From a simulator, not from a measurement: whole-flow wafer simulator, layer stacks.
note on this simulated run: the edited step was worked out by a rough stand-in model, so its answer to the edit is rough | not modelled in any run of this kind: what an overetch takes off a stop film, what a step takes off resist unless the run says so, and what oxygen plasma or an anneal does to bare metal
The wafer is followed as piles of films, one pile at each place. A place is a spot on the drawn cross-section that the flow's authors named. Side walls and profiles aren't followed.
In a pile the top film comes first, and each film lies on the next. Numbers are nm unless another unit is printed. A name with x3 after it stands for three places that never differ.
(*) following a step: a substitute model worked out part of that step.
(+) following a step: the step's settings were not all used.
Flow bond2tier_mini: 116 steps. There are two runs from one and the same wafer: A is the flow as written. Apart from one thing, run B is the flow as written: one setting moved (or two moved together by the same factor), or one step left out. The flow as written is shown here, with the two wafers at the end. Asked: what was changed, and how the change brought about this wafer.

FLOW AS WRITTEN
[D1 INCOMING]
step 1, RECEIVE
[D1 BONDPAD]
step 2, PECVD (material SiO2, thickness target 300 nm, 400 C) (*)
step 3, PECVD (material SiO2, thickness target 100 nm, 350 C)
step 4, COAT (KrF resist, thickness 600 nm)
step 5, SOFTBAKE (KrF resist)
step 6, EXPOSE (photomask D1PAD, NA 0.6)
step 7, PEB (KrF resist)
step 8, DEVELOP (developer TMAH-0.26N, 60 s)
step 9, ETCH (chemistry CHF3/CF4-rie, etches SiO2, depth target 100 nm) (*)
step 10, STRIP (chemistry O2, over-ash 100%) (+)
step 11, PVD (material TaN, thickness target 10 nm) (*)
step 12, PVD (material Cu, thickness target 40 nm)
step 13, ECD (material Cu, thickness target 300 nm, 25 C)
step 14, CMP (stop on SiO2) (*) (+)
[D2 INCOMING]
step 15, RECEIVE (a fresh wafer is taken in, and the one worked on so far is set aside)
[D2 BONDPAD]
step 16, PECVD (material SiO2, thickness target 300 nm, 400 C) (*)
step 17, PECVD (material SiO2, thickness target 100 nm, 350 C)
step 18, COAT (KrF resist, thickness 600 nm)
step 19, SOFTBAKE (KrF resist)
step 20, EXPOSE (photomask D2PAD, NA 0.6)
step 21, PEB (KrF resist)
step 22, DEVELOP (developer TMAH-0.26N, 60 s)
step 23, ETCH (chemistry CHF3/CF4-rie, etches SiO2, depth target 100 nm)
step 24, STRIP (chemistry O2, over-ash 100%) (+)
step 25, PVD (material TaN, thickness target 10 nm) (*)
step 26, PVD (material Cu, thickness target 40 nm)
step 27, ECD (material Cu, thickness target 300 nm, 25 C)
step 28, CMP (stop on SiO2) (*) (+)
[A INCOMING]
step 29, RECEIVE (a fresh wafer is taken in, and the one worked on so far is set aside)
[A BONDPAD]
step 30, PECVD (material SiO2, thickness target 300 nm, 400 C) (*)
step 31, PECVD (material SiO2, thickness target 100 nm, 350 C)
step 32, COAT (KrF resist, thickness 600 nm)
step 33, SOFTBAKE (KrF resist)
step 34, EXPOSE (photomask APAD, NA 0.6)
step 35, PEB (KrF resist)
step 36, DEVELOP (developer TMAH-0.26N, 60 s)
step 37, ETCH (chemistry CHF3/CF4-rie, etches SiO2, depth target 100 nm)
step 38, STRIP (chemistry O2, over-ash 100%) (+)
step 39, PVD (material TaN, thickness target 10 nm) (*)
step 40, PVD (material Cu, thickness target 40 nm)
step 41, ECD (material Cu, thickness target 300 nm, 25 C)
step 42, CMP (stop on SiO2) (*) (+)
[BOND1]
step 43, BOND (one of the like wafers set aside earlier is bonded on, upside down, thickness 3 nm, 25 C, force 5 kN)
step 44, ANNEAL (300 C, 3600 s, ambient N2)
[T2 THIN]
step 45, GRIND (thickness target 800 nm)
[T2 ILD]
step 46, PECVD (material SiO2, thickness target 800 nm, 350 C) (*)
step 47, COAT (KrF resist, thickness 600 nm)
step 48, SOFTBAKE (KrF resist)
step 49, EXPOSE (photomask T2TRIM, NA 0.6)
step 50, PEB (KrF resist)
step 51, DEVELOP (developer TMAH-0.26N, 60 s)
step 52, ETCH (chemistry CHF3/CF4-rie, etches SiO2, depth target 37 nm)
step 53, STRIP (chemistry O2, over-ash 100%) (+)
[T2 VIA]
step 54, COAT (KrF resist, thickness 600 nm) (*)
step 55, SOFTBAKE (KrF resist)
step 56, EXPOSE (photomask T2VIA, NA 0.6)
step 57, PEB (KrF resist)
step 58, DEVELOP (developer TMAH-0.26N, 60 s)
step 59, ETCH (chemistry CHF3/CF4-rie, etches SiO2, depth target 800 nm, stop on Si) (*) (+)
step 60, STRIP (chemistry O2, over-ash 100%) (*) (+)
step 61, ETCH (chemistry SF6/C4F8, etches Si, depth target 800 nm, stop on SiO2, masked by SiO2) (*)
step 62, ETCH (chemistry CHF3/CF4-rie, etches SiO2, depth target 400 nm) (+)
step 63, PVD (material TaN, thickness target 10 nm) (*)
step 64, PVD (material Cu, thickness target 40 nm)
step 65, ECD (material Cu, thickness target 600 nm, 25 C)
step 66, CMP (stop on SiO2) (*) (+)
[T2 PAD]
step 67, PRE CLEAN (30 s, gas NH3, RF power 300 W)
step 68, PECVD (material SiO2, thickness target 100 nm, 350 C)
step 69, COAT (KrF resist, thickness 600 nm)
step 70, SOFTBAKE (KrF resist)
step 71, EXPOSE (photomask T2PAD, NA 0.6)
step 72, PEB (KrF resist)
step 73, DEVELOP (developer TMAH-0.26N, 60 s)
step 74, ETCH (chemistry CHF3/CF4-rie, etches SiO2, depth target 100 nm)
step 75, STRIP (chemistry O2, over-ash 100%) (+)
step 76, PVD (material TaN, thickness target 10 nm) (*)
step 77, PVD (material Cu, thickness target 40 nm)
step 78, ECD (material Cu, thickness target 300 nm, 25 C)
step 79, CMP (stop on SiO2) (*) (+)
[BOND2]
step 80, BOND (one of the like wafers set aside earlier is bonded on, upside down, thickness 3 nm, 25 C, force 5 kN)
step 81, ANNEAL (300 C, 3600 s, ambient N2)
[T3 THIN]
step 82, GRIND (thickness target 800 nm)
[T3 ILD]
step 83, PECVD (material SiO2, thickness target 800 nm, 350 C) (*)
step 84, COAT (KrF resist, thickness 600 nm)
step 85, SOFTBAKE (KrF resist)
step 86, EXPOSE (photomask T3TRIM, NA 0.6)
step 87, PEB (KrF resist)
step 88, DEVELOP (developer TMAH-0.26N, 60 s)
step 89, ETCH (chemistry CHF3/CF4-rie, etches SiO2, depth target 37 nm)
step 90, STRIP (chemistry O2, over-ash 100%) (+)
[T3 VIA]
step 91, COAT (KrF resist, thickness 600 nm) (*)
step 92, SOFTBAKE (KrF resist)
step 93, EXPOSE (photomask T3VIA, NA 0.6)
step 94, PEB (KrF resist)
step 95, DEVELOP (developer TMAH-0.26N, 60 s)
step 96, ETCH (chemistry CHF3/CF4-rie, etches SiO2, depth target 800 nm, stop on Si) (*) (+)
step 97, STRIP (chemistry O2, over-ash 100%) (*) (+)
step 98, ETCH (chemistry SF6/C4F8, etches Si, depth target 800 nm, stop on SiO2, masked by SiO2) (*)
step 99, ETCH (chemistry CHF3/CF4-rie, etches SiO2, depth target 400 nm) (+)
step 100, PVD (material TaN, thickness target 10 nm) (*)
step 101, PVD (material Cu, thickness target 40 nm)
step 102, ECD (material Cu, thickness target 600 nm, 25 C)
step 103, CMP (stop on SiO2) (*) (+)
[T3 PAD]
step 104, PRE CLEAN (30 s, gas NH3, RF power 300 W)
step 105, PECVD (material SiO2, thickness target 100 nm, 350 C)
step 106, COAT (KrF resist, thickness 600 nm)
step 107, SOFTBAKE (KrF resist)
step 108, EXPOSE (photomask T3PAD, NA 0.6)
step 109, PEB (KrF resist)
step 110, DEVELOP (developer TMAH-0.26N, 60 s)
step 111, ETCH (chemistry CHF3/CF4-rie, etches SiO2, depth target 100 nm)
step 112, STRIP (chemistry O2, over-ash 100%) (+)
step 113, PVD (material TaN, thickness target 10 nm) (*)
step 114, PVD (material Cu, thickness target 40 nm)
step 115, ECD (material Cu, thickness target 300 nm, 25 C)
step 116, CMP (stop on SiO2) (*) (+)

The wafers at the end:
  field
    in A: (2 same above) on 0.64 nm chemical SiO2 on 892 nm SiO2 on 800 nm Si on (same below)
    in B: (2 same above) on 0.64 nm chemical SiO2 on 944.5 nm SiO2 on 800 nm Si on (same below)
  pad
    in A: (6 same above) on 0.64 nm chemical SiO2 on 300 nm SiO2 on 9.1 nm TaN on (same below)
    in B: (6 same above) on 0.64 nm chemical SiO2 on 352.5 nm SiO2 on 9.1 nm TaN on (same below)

What caused this: step 16, PECVD: thickness target 352.5 nm was run, while the flow as written has thickness target 300 nm.
The wafer lets one read it off: pad has SiO2 352.5, and step 16 as written asks for 300 nm.

How this came from the change, step by step:
  step 16, PECVD (material SiO2, thickness target 300 nm, 400 C) (*)
      field, pad, via: A +300 SiO2 (new film) | B +352.5 SiO2 (new film)
  step 80, BOND (one of the like wafers set aside earlier is bonded on, upside down, thickness 3 nm, 25 C, force 5 kN)
      field: A +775 um Si (new film), +0.64 chemical SiO2 (new film), +400 SiO2 | B +775 um Si (new film), +0.64 chemical SiO2 (new film), +452.5 SiO2
      pad: A +775 um Si (new film), +0.64 chemical SiO2 (new film), +300 SiO2 (new film), +9.1 TaN (new film), +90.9 Cu | B +775 um Si (new film), +0.64 chemical SiO2 (new film), +352.5 SiO2 (new film), +9.1 TaN (new film), +90.9 Cu
